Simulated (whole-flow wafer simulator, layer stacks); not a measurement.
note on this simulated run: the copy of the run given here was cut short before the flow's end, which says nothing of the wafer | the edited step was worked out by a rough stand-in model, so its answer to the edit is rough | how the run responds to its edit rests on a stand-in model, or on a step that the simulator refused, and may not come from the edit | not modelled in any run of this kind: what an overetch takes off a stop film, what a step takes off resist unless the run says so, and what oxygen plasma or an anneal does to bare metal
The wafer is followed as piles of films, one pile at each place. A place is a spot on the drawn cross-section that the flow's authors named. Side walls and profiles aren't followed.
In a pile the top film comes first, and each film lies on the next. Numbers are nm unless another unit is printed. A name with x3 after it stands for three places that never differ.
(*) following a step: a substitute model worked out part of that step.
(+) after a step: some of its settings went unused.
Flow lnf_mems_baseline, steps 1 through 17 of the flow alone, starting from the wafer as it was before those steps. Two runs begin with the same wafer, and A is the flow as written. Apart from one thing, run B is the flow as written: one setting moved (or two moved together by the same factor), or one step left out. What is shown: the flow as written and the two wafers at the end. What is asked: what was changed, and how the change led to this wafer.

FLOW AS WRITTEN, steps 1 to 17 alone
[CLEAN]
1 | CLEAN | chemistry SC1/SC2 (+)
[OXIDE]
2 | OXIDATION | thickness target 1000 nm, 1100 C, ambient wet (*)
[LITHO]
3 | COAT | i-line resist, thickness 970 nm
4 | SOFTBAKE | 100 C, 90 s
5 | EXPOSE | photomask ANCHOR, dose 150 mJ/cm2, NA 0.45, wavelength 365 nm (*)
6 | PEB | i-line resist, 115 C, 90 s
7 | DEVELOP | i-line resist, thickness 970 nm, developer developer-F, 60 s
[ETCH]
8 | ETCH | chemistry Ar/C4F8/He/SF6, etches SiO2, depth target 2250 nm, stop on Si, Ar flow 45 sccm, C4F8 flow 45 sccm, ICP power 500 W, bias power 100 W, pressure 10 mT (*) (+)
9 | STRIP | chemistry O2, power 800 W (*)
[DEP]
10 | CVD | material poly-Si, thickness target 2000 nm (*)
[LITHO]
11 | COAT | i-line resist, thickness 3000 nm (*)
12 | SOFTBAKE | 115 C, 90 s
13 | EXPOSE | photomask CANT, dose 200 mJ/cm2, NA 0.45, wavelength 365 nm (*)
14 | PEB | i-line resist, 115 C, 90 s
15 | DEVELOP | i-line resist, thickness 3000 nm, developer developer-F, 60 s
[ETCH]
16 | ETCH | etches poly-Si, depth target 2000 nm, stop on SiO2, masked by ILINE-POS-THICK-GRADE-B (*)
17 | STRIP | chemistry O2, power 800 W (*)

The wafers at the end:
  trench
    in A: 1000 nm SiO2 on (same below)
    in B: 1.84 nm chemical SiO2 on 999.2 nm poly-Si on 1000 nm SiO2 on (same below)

The reason: step 16, ETCH: depth target 1000 nm was run, while the flow as written has depth target 2000 nm.

The path from the change to this, step by step:
  16 | ETCH | etches poly-Si, depth target 2000 nm, stop on SiO2, masked by ILINE-POS-THICK-GRADE-B (*)
      trench, char_slit: A -2000 poly-Si (all of it) | B -1000 poly-Si
      field, anchor, beam: A -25 i-line resist | B -12.5 i-line resist
  17 | STRIP | chemistry O2, power 800 W (*)
      trench, char_slit: A nothing | B +1.84 chemical SiO2 (new film), -0.81 poly-Si
